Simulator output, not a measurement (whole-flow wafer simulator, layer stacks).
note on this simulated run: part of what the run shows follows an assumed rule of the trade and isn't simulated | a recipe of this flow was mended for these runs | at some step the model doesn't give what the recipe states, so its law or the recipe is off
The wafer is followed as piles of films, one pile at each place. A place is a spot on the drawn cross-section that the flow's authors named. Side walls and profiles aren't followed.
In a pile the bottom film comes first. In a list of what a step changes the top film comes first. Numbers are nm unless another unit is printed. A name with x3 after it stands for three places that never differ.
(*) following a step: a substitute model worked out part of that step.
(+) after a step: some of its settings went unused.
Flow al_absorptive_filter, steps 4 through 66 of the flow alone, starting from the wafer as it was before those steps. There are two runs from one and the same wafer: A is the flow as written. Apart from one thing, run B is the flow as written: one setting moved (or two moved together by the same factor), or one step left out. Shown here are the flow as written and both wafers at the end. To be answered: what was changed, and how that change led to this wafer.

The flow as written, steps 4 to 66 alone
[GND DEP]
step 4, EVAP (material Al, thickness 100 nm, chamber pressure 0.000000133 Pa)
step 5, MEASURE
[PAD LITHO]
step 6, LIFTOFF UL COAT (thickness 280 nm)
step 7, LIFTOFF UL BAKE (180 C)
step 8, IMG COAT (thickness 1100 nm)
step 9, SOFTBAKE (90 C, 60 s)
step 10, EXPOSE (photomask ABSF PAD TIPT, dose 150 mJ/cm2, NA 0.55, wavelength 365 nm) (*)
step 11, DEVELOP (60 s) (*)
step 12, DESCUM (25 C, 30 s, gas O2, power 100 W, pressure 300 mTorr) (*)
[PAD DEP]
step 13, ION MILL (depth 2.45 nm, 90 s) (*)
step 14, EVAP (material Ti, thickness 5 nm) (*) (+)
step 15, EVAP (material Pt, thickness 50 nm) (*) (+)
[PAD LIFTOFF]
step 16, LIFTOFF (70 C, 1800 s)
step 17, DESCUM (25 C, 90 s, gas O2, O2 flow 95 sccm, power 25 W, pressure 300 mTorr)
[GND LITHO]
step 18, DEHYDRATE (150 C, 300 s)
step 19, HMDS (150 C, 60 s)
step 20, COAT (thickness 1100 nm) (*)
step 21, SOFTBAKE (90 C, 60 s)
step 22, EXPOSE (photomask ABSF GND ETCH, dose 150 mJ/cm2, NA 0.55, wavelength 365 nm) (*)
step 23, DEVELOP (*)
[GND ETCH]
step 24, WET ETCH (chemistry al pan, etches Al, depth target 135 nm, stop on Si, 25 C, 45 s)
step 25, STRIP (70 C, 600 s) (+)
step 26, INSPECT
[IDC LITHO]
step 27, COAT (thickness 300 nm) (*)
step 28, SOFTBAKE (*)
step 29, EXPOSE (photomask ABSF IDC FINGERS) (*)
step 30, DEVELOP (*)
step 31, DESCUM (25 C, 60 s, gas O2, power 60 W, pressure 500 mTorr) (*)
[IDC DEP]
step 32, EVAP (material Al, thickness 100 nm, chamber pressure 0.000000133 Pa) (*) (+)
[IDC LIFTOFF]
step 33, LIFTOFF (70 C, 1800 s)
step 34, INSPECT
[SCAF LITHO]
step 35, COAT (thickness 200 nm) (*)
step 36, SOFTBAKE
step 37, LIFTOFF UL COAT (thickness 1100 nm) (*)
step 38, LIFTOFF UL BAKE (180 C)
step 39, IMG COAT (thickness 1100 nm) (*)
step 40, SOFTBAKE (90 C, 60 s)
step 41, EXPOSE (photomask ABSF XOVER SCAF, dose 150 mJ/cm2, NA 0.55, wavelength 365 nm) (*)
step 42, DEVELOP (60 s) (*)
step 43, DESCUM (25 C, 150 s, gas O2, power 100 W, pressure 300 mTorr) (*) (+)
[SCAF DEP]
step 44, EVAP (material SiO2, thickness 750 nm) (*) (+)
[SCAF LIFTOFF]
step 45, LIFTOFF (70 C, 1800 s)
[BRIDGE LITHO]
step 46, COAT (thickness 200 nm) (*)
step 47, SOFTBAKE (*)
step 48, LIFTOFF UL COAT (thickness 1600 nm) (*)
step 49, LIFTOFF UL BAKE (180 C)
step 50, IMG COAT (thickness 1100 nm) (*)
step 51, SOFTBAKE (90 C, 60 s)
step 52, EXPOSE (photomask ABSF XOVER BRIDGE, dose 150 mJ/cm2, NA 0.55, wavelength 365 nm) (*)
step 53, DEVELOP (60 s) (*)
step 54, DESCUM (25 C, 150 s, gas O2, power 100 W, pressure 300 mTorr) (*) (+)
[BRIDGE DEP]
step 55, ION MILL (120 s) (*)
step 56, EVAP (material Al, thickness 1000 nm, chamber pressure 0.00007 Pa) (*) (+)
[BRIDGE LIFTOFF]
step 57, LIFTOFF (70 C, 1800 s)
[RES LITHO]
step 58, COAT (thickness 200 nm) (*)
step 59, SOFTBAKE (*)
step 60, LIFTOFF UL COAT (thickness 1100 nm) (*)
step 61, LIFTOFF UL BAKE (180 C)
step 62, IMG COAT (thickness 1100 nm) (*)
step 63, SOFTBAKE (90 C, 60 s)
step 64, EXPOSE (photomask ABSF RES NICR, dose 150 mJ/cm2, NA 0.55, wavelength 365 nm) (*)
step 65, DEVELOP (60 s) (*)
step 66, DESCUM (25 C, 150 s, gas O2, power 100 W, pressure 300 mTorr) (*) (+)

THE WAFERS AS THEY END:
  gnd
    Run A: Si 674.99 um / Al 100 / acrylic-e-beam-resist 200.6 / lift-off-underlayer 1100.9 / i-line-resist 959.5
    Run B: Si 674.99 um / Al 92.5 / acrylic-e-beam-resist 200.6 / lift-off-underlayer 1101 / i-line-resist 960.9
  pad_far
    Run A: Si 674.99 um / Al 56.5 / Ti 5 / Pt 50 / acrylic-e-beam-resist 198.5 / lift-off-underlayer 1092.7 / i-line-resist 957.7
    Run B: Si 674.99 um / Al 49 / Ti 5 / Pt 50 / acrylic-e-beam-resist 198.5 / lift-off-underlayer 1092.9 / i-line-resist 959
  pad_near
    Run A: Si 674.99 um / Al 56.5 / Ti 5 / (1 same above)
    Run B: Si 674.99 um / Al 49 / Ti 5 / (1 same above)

What caused this: step 4, EVAP: thickness 92.5 nm was run, though the flow has thickness 100 nm.
One can read it off the wafer: gnd has Al 92.5, and step 4 as written asks for 100 nm.

Step by step, how the change led to this:
  step 4, EVAP (material Al, thickness 100 nm, chamber pressure 0.000000133 Pa)
      gnd, pad_far, pad_near and 11 more: A +100 Al (new film) | B +92.5 Al (new film)
  step 24, WET ETCH (chemistry al pan, etches Al, depth target 135 nm, stop on Si, 25 C, 45 s)
      res, xl_gap, idc_field, idc_line, idc_space: A -86.7 Al (all of it) | B -79.2 Al (all of it)
  step 46, COAT (thickness 200 nm) (*)
      xl_gap: A +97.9 acrylic-e-beam-resist (new film) | B +94.9 acrylic-e-beam-resist (new film)
  step 54, DESCUM (25 C, 150 s, gas O2, power 100 W, pressure 300 mTorr) (*) (+)
      xl_gap: A -97.9 acrylic-e-beam-resist (all of it) | B -94.9 acrylic-e-beam-resist (all of it)
